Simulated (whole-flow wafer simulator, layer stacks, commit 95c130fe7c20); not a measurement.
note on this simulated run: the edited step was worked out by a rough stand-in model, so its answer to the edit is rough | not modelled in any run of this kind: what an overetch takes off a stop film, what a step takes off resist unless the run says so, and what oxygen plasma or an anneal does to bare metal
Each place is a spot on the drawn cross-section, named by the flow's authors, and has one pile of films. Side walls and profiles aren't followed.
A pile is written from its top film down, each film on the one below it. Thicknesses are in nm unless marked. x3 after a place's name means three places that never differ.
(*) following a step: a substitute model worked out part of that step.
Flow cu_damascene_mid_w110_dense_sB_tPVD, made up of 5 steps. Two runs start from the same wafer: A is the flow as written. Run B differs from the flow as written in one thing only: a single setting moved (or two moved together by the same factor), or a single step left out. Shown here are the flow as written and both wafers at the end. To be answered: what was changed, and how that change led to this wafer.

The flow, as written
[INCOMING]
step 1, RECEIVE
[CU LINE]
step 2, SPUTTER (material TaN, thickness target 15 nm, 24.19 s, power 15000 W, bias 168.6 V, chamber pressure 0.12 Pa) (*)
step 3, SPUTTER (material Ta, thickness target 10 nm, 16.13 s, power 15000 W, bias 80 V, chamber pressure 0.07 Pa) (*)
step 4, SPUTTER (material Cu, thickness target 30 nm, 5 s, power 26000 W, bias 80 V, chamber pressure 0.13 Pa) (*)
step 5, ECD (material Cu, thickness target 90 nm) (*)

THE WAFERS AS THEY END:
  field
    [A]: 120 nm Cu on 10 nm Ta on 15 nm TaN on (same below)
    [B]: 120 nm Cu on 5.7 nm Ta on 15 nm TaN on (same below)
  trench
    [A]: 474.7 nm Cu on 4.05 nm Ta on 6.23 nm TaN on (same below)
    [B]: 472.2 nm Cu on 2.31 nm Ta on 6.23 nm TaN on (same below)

The reason: step 3, SPUTTER: thickness target 5.7 nm was run, whereas the flow has thickness target 10 nm; step 3, SPUTTER: 9.194 s was run, where the flow has 16.13 s.
The wafer lets one read it off: field has Ta 5.7, and step 3 as written asks for 10 nm.

The path from the change to this, step by step:
  step 3, SPUTTER (material Ta, thickness target 10 nm, 16.13 s, power 15000 W, bias 80 V, chamber pressure 0.07 Pa) (*)
      field: A +10 Ta (new film) | B +5.7 Ta (new film)
      trench: A +4.05 Ta (new film) | B +2.31 Ta (new film)
